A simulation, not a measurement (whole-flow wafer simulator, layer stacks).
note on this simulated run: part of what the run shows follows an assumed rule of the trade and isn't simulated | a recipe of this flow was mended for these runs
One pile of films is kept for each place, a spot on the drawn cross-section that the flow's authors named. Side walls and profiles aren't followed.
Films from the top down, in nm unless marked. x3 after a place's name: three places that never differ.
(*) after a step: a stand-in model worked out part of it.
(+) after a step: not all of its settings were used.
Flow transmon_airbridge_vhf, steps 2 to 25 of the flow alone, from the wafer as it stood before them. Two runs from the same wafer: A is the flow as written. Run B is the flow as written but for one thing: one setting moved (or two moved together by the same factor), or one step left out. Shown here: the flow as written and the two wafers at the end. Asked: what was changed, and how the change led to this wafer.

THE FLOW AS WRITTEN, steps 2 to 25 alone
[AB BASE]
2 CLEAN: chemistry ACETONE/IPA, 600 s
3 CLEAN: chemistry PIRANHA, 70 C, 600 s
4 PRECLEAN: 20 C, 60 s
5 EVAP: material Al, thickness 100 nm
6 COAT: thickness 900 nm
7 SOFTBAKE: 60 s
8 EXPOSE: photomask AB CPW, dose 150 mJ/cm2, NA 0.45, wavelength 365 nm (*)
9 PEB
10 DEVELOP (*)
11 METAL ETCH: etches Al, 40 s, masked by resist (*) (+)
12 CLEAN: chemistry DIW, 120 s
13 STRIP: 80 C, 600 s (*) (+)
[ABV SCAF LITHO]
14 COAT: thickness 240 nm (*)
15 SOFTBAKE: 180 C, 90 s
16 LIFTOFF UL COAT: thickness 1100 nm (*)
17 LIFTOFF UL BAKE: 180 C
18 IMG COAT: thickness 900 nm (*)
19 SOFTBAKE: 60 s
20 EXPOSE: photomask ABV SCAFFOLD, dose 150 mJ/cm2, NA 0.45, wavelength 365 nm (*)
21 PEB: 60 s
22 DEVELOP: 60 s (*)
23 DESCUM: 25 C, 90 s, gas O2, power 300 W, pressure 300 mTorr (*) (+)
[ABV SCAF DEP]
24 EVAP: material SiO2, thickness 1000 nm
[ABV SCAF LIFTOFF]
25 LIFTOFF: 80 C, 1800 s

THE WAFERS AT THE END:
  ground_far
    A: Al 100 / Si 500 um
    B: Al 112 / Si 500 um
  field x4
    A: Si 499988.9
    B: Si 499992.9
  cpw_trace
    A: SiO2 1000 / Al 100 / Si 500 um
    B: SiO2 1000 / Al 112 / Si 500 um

The cause: step 5, EVAP: thickness 112 nm was run, where the flow has thickness 100 nm.
It can be read off the wafer: ground_far has Al 112, and step 5 as written asks for 100 nm.

How the change led to this, step by step:
  5 EVAP: material Al, thickness 100 nm
      field x4, ground_far, pad_w x2, flank_w x2, gap_w x2, cpw_trace, trace_open_s x2, margin_s x3: A Al +100 (new film) | B Al +112 (new film)
  11 METAL ETCH: etches Al, 40 s, masked by resist (*) (+)
      field x4, gap_w x2: A Al -86.7 (all of it), Si -11.1 | B Al -98.7 (all of it), Si -7.11
